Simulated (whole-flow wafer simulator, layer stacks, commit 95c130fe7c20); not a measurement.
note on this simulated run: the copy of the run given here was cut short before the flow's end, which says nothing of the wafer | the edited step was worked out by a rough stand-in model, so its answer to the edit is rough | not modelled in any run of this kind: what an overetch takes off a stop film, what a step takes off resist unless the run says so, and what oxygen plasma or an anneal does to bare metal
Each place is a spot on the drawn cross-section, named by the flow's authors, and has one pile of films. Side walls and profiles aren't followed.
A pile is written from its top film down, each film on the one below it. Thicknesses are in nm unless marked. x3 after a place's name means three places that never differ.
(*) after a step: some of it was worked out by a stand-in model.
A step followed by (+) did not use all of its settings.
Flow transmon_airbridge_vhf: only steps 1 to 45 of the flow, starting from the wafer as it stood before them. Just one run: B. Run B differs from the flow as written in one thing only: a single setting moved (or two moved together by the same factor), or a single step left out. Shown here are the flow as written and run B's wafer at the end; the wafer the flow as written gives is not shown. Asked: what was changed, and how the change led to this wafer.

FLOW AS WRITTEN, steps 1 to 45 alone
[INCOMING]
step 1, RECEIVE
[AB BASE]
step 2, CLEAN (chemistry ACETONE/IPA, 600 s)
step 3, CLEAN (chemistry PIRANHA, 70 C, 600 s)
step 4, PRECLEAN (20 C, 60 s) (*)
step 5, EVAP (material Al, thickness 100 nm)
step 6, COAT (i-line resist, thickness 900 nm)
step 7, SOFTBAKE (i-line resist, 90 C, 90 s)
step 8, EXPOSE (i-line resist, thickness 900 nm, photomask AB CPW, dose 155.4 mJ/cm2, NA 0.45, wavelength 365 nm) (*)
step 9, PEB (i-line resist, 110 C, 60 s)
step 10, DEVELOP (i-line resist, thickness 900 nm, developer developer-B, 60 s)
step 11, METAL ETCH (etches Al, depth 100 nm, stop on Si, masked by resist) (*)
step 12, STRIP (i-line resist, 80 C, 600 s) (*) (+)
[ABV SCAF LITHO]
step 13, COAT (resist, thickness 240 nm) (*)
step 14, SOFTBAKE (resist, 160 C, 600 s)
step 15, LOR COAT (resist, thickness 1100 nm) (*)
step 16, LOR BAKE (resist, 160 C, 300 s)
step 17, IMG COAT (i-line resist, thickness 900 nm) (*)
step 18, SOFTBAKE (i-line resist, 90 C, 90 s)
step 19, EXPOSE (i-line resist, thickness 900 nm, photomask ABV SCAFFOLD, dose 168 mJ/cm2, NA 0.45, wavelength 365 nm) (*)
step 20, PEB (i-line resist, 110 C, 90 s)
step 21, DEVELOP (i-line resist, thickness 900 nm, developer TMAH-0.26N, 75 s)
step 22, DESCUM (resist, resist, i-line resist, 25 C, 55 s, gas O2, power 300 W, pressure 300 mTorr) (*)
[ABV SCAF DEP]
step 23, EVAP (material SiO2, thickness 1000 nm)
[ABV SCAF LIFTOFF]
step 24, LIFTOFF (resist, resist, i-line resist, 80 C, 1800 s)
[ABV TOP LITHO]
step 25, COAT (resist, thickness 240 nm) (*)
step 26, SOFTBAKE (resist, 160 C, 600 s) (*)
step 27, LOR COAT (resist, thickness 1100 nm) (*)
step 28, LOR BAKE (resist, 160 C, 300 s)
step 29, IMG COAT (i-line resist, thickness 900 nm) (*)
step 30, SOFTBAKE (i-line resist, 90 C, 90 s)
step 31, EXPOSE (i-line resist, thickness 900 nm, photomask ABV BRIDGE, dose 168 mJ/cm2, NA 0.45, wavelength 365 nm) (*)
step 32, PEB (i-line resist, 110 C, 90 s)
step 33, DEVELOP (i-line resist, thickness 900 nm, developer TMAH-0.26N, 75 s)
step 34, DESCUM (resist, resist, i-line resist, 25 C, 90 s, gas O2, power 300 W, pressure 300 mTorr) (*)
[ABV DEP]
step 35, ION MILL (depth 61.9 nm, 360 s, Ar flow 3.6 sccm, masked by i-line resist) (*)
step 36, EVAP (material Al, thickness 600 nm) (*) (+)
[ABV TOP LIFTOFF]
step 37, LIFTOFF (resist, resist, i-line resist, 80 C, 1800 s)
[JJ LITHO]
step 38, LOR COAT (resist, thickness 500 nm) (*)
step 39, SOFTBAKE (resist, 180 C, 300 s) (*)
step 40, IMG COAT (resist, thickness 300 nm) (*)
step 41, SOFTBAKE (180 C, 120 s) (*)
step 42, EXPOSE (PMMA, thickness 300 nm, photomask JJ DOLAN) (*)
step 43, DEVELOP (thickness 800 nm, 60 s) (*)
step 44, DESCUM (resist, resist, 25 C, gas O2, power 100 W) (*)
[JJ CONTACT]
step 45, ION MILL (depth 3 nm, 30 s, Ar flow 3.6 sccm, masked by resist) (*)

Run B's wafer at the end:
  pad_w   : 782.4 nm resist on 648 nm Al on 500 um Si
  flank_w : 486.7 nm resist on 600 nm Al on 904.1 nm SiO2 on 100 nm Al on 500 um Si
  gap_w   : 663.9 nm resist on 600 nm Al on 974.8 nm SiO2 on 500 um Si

Cause: step 35, ION MILL: 252 s was run, while the flow as written has 360 s.

How this came from the change, step by step:
  step 35, ION MILL (depth 61.9 nm, 360 s, Ar flow 3.6 sccm, masked by i-line resist) (*)
      field x3, jj_line, ground_far, trace_open_s x2, margin_s, margin_n: i-line resist loses 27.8 (as written it would have been: i-line resist loses 39.7)
      flank_w, gap_w, cpw_trace, gap_e, flank_e, bridge_strip: SiO2 loses 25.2 (as written it would have been: SiO2 loses 36)
      (as well as at 2 more places)
  step 37, LIFTOFF (resist, resist, i-line resist, 80 C, 1800 s)
      margin_s, margin_n: Al loses 600 (all of it), i-line resist loses 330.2 (all of it), resist loses 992 (all of it) (as written it would have been: Al loses 600 (all of it), i-line resist loses 318.3 (all of it), resist loses 992 (all of it))
